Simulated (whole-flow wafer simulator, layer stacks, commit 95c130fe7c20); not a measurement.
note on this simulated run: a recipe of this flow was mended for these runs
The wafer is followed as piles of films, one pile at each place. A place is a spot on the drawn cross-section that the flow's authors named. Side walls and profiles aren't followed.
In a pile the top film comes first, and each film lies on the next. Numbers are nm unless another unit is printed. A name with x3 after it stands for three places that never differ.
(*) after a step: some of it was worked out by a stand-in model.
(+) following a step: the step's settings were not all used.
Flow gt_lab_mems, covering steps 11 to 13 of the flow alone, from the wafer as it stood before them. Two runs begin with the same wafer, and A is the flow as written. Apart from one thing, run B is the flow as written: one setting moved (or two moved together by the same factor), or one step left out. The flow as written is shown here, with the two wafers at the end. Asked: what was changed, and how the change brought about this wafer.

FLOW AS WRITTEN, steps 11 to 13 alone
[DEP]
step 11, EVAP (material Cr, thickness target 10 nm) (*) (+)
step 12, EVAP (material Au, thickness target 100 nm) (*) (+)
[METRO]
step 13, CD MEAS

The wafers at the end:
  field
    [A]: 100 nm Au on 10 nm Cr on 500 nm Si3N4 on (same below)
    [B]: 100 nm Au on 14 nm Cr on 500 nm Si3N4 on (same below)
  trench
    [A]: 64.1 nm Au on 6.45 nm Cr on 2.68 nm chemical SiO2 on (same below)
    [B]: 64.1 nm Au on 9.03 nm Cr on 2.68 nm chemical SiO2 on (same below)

The reason: step 11, EVAP: thickness target 14 nm was run, though the flow has thickness target 10 nm.
The wafer lets one read it off: field has Cr 14, and step 11 as written asks for 10 nm.

Step by step, how the change led to this:
  step 11, EVAP (material Cr, thickness target 10 nm) (*) (+)
      field: A +10 Cr (new film) | B +14 Cr (new film)
      trench: A +6.45 Cr (new film) | B +9.03 Cr (new film)
